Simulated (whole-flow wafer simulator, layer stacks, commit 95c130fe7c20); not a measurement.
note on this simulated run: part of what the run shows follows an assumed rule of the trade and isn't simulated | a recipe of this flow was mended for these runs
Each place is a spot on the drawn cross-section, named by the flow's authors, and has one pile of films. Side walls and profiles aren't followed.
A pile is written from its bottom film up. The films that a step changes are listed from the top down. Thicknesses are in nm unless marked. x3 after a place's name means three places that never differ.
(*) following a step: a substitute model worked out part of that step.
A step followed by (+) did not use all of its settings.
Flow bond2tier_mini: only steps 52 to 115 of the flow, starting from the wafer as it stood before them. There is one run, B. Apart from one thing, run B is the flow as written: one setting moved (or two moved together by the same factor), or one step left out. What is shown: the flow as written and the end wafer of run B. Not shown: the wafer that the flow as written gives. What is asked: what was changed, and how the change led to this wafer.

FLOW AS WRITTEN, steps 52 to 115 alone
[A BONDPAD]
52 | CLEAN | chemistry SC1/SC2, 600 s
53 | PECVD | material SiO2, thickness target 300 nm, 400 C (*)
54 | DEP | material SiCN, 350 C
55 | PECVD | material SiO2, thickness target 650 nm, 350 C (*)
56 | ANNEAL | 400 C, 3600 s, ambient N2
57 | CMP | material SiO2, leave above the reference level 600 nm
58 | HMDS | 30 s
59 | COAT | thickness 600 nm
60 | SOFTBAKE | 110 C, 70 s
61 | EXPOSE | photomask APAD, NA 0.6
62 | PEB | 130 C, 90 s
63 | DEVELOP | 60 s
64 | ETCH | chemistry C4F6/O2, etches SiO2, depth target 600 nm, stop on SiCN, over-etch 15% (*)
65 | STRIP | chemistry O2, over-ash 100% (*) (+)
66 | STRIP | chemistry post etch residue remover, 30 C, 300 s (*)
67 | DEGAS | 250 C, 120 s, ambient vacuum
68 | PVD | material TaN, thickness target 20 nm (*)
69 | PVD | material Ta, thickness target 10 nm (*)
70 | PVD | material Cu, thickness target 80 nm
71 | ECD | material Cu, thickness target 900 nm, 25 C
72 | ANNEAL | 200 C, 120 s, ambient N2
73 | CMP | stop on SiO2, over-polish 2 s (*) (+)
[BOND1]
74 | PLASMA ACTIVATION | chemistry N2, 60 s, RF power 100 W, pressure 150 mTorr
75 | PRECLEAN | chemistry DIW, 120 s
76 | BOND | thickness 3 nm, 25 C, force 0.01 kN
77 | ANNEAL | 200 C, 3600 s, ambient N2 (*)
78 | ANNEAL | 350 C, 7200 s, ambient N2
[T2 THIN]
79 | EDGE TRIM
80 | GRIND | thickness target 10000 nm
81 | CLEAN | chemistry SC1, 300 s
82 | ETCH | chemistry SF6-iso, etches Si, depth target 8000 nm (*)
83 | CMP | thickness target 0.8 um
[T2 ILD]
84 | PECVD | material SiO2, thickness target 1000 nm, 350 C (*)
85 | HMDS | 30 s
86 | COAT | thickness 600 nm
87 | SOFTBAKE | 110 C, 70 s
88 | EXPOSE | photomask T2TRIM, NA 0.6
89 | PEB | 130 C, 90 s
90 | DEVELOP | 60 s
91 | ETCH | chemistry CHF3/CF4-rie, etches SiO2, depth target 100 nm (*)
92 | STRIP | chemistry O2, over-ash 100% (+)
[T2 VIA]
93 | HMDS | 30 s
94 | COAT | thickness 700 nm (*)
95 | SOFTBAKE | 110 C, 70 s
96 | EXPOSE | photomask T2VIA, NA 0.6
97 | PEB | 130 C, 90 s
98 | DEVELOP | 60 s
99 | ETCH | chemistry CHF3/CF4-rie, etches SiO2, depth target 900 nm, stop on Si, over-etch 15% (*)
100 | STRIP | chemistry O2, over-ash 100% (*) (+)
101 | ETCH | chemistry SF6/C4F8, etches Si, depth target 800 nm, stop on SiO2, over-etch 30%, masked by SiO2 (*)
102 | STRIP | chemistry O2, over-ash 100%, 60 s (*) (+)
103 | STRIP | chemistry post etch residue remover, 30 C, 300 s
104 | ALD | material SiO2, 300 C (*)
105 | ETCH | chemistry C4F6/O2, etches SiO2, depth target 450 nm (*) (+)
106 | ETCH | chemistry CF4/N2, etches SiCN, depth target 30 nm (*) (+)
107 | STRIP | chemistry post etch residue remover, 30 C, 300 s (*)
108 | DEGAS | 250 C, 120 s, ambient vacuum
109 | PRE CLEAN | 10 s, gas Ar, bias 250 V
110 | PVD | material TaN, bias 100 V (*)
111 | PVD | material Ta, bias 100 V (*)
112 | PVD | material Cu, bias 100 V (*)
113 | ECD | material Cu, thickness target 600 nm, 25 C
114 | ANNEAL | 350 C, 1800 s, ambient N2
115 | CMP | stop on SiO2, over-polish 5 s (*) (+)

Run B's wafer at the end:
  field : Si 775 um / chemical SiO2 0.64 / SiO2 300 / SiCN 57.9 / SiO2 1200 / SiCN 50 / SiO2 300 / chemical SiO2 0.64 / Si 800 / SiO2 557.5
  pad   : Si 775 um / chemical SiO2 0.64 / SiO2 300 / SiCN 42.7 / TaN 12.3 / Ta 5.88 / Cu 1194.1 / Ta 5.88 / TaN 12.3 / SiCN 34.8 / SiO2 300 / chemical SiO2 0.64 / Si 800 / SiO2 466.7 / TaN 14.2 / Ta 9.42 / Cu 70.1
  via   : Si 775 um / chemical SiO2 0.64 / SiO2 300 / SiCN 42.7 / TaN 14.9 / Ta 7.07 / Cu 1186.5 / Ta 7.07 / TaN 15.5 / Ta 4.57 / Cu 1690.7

What caused this: step 54, DEP: 315 C was run, though the flow has 350 C.

The path from the change to this, step by step:
  54 | DEP | material SiCN, 350 C
      field, pad, via: SiCN gains 57.9 (new film) (as written it would have been: SiCN gains 50 (new film))
